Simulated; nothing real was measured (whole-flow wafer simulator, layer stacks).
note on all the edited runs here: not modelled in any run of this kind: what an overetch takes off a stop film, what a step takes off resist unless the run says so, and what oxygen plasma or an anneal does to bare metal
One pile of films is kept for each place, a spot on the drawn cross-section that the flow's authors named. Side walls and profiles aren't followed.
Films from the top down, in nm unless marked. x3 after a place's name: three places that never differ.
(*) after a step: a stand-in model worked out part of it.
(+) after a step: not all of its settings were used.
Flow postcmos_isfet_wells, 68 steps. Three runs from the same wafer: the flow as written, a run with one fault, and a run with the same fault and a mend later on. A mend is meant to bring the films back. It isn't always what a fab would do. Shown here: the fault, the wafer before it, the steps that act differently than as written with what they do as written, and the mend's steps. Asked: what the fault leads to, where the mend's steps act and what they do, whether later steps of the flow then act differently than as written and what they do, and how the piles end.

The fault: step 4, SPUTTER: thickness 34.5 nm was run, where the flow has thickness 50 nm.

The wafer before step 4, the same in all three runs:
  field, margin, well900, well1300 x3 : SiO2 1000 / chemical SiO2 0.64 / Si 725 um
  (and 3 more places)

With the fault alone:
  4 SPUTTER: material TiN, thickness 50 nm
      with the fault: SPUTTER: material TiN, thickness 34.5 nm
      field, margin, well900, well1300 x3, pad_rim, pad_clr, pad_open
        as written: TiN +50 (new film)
        with the fault: TiN +34.5 (new film)
  Later steps of the flow that act differently than as written:
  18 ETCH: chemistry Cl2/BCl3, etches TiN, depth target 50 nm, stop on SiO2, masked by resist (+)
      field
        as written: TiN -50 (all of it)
        with the fault: TiN -34.5 (all of it)
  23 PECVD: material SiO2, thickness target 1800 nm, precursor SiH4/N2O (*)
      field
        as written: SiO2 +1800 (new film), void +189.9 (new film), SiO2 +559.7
        with the fault: SiO2 +1800 (new film), void +178.2 (new film), SiO2 +555.9
  At the end the piles differ from the flow's by more than 2% or 0.5 nm, whichever is larger, at field, margin, well900, well1300 x3, pad_rim, pad_clr, pad_open.
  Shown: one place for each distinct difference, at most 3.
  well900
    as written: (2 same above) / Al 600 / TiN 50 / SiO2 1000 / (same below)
    with the fault: (2 same above) / Al 600 / TiN 34.5 / SiO2 1000 / (same below)
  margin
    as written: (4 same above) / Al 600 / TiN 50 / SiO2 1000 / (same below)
    with the fault: (4 same above) / Al 600 / TiN 34.5 / SiO2 1000 / (same below)
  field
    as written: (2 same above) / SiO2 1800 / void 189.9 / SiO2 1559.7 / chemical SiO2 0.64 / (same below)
    with the fault: (2 same above) / SiO2 1800 / void 178.2 / SiO2 1555.9 / chemical SiO2 0.64 / (same below)

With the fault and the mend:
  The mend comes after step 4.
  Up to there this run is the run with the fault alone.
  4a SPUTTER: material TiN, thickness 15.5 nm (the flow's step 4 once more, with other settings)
      field, margin, well900, well1300 x3, pad_rim, pad_clr, pad_open
        TiN +15.5
  No later step of the flow acts differently than as written at any place that is followed.
  At the end the piles are the same as the flow's at every place that both follow.
